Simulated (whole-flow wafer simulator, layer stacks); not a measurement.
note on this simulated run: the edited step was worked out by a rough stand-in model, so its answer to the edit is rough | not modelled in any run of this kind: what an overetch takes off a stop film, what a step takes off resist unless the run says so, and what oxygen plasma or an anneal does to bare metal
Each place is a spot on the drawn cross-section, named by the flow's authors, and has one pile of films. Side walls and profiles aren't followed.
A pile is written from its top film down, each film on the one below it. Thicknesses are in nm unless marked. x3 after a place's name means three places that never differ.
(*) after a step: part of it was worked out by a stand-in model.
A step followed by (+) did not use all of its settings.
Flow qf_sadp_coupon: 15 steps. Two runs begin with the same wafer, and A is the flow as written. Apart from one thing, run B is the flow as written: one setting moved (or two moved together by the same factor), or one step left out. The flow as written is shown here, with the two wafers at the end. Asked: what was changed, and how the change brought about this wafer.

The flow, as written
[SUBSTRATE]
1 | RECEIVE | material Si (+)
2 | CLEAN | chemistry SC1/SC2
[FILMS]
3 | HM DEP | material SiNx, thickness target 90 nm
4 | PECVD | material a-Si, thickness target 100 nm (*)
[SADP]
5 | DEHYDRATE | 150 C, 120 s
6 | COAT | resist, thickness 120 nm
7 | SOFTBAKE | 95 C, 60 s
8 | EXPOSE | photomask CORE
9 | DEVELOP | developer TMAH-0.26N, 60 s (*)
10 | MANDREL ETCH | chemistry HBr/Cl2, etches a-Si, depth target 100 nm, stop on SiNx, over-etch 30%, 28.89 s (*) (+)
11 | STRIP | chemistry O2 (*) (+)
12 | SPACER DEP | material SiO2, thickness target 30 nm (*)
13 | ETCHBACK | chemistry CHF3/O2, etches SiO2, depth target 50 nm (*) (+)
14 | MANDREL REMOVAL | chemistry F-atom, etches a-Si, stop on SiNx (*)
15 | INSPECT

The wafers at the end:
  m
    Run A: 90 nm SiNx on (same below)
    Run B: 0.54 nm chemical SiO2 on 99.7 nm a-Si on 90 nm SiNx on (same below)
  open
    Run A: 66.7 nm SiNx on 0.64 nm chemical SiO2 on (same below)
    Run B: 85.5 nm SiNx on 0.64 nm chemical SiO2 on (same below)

What caused this: step 13, ETCHBACK: depth target 30.2 nm was run, whereas the flow has depth target 50 nm.

Step by step, how the change led to this:
  13 | ETCHBACK | chemistry CHF3/O2, etches SiO2, depth target 50 nm (*) (+)
      m: A -30 SiO2 (all of it), -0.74 chemical SiO2 (all of it), -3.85 a-Si | B -30 SiO2 (all of it), -0.2 chemical SiO2
      open: A -30 SiO2 (all of it), -19 SiNx | B -30 SiO2 (all of it), -0.19 SiNx
  14 | MANDREL REMOVAL | chemistry F-atom, etches a-Si, stop on SiNx (*)
      m: A -95.8 a-Si (all of it) | B nothing
